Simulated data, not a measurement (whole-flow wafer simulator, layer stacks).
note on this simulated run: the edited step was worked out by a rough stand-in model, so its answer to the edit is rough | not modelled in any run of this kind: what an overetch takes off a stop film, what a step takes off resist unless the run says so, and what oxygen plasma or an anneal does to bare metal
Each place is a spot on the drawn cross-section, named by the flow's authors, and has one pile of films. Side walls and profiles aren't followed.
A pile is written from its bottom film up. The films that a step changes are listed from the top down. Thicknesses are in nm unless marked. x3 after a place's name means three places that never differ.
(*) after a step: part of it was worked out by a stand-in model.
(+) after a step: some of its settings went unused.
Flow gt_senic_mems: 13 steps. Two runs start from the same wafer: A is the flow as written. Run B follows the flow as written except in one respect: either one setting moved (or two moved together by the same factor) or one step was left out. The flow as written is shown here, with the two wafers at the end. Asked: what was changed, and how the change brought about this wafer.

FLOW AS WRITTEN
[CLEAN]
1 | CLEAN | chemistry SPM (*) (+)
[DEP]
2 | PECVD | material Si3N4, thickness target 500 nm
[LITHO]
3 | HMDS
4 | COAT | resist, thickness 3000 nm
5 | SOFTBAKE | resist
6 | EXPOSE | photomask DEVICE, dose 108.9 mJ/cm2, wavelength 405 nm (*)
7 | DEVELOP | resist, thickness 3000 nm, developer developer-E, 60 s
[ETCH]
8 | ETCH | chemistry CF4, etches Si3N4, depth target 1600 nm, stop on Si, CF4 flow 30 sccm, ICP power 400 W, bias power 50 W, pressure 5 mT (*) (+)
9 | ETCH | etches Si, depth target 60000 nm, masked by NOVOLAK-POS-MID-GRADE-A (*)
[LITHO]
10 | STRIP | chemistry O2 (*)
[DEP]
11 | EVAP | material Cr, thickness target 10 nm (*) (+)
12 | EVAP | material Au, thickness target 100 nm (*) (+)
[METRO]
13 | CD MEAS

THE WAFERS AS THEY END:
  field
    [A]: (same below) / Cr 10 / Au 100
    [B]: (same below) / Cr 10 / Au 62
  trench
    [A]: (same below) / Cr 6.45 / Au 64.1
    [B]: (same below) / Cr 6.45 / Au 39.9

The reason: step 12, EVAP: thickness target 62 nm was run, whereas the flow has thickness target 100 nm.
One can read it off the wafer: field has Au 62, and step 12 as written asks for 100 nm.

How this came from the change, step by step:
  12 | EVAP | material Au, thickness target 100 nm (*) (+)
      field: A +100 Au (new film) | B +62 Au (new film)
      trench: A +64.1 Au (new film) | B +39.9 Au (new film)
